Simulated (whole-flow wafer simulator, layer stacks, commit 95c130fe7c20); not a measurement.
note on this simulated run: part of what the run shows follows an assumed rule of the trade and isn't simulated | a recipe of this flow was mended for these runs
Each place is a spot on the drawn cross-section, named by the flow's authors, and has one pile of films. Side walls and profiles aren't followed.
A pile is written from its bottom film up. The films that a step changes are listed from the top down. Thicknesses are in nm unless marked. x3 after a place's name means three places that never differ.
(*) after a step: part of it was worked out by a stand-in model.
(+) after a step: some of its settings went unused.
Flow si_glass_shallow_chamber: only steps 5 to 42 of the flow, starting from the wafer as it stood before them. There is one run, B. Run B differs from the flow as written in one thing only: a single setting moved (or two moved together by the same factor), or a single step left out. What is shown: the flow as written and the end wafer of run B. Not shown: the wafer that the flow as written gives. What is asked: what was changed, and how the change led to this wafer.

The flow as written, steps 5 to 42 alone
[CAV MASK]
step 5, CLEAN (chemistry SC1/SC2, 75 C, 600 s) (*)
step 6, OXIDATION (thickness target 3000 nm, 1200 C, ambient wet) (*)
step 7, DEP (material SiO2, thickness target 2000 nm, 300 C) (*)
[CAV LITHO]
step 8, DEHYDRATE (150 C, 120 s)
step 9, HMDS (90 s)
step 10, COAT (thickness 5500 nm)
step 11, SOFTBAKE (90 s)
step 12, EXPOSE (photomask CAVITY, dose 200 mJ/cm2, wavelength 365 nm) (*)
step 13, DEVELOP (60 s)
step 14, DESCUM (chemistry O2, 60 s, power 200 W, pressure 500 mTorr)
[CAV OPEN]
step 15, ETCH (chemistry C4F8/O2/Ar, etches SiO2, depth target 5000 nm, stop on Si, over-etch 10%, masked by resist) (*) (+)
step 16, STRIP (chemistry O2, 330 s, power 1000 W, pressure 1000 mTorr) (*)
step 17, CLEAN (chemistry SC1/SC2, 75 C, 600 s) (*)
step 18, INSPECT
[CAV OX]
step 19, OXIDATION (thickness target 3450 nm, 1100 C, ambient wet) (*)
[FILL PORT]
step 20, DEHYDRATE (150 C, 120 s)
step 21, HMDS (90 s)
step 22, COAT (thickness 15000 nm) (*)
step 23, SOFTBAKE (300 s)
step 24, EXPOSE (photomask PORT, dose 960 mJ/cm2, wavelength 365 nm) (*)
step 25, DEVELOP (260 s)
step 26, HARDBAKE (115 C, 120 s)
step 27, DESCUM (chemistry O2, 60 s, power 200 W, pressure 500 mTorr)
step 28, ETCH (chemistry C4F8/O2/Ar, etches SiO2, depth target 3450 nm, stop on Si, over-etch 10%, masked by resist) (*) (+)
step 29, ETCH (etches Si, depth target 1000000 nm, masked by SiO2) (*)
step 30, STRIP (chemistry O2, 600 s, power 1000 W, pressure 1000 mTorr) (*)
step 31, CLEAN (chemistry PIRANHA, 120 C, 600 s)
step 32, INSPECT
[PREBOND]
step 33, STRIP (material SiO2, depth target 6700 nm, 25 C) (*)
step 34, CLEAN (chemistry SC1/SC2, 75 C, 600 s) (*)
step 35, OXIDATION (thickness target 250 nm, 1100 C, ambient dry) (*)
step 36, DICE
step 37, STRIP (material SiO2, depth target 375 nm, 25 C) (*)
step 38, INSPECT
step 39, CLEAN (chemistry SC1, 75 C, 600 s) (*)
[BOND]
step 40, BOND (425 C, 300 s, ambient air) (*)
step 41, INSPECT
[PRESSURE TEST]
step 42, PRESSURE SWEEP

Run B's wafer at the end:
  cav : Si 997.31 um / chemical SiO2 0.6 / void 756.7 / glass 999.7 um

The reason: step 15, ETCH: depth target 3900 nm was run, while the flow as written has depth target 5000 nm.

How this came from the change, step by step:
  step 15, ETCH (chemistry C4F8/O2/Ar, etches SiO2, depth target 5000 nm, stop on Si, over-etch 10%, masked by resist) (*) (+)
      cav, port: -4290 SiO2 (it would be, as written: -5000 SiO2 (all of it), -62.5 Si)
      rim, ramp, septum, ring: -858 thick-i-line-resist (it would be, as written: -1100 thick-i-line-resist)
  step 16, STRIP (chemistry O2, 330 s, power 1000 W, pressure 1000 mTorr) (*)
      cav, port: nothing (it would be, as written: +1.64 chemical SiO2 (new film), -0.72 Si)
      rim, ramp, septum, ring: -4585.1 thick-i-line-resist (all of it) (it would be, as written: -4343.1 thick-i-line-resist (all of it))
  step 17, CLEAN (chemistry SC1/SC2, 75 C, 600 s) (*)
      cav, port: -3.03 SiO2 (it would be, as written: -1.04 chemical SiO2, -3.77 Si)
  step 19, OXIDATION (thickness target 3450 nm, 1100 C, ambient wet) (*)
      cav, port: +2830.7 SiO2, -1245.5 Si (it would be, as written: +3450 SiO2 (new film), -0.6 chemical SiO2 (all of it), -1517.7 Si)
  step 22, COAT (thickness 15000 nm) (*)
      rim: +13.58 um thick-i-line-resist (new film) (it would be, as written: +13.4 um thick-i-line-resist (new film))
      ramp: +13.12 um thick-i-line-resist (new film) (it would be, as written: +12.89 um thick-i-line-resist (new film))
      (and at 4 other places as well)
  step 23, SOFTBAKE (300 s)
      rim: -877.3 thick-i-line-resist (it would be, as written: -997 thick-i-line-resist)
      ramp: -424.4 thick-i-line-resist (it would be, as written: -487.1 thick-i-line-resist)
      (and at 4 other places as well)
  step 25, DEVELOP (260 s)
      port: -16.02 um thick-i-line-resist (all of it) (it would be, as written: -16.16 um thick-i-line-resist (all of it))
  step 26, HARDBAKE (115 C, 120 s)
      rim, ramp: -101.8 thick-i-line-resist (it would be, as written: -98.2 thick-i-line-resist)
  step 28, ETCH (chemistry C4F8/O2/Ar, etches SiO2, depth target 3450 nm, stop on Si, over-etch 10%, masked by resist) (*) (+)
      port: -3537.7 SiO2 (all of it), -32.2 Si (it would be, as written: -3450 SiO2 (all of it), -43.1 Si)
  step 29, ETCH (etches Si, depth target 1000000 nm, masked by SiO2) (*)
      rim, ramp: -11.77 um thick-i-line-resist (all of it), -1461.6 SiO2 (it would be, as written: -11.47 um thick-i-line-resist (all of it), -1617.3 SiO2)
      port: +997.4 um hole (new film), -997.4 um Si (all of it) (it would be, as written: +997.05 um hole (new film), -997.05 um Si (all of it))
      (and at 2 other places as well)
  step 30, STRIP (chemistry O2, 600 s, power 1000 W, pressure 1000 mTorr) (*)
      cav: -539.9 thick-i-line-resist (all of it) (it would be, as written: -669.6 thick-i-line-resist (all of it))
  step 33, STRIP (material SiO2, depth target 6700 nm, 25 C) (*)
      rim, ramp: -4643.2 SiO2 (all of it) (it would be, as written: -4487.5 SiO2 (all of it))
      cav: -3537.7 SiO2 (all of it) (it would be, as written: -3450 SiO2 (all of it))
  step 40, BOND (425 C, 300 s, ambient air) (*)
      cav: +999.7 um glass (new film), +756.7 void (new film) (it would be, as written: +999.7 um glass (new film), +1095.9 void (new film))
      port: +999.7 um glass (new film), +667.1 hole (it would be, as written: +999.7 um glass (new film), +1017.3 hole)
